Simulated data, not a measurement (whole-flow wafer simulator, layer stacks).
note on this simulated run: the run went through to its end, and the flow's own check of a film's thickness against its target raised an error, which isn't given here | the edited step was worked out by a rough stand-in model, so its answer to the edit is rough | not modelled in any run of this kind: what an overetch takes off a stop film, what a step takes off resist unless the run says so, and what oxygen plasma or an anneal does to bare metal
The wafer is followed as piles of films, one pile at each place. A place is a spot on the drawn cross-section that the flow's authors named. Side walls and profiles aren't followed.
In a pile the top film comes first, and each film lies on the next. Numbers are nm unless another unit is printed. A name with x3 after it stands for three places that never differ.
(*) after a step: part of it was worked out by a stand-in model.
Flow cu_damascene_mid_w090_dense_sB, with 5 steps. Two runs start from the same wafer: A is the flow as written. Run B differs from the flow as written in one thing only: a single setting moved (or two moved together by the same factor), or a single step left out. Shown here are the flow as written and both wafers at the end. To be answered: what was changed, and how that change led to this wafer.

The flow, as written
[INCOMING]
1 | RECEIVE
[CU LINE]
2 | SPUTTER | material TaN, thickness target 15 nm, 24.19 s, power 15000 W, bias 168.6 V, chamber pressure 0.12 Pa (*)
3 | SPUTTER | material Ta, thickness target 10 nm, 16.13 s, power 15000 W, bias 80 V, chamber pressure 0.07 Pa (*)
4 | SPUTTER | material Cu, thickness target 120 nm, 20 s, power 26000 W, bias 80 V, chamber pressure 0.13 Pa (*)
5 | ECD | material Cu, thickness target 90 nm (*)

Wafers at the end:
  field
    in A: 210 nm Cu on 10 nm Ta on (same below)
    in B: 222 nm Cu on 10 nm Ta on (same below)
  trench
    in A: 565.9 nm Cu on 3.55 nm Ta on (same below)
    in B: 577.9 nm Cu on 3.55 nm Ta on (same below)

The reason: step 4, SPUTTER: thickness target 132 nm was run, whereas the flow has thickness target 120 nm; step 4, SPUTTER: 22 s was run, where the flow has 20 s.

The path from the change to this, step by step:
  4 | SPUTTER | material Cu, thickness target 120 nm, 20 s, power 26000 W, bias 80 V, chamber pressure 0.13 Pa (*)
      field: A Cu gains 120 (new film) | B Cu gains 132 (new film)
      trench: A Cu gains 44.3 (new film) | B Cu gains 48.8 (new film)
